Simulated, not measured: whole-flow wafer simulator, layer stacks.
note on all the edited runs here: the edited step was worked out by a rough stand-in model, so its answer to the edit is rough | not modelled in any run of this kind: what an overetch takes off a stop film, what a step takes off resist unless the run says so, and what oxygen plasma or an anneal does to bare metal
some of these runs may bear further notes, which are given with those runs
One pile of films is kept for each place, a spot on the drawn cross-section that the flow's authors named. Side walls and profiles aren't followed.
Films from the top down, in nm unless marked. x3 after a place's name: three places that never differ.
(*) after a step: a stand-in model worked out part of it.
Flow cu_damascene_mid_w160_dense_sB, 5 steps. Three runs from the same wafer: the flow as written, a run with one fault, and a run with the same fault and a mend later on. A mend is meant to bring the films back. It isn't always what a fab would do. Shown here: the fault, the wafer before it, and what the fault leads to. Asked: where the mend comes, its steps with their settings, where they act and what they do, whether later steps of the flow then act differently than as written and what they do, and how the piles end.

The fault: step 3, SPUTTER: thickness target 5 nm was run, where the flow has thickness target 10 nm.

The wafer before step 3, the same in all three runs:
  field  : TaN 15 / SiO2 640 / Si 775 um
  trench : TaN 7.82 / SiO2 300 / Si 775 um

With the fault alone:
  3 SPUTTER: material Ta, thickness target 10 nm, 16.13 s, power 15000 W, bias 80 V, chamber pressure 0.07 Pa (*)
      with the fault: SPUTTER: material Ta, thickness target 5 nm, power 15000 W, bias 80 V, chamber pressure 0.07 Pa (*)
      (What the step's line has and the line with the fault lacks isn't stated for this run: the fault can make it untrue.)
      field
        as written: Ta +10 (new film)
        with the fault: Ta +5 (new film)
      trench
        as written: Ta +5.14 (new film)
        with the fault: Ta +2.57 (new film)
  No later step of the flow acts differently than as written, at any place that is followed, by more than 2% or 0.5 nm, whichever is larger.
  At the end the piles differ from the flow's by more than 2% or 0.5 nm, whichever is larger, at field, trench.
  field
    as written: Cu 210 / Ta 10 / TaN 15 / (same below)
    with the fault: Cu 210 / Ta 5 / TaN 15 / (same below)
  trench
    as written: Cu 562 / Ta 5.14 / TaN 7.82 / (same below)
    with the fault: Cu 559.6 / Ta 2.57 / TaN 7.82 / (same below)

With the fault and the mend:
  The mend comes after step 3.
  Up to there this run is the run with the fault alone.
  3a SPUTTER: material Ta, thickness target 5 nm, power 15000 W, bias 80 V, chamber pressure 0.07 Pa (*) (the flow's step 3 once more, with other settings)
      field
        Ta +5
      trench
        Ta +2.54
  No later step of the flow acts differently than as written, at any place that is followed, by more than 2% or 0.5 nm, whichever is larger.
  At the end the piles differ from the flow's only slightly at the places that both follow, by at most 2% or 0.5 nm, whichever is larger.
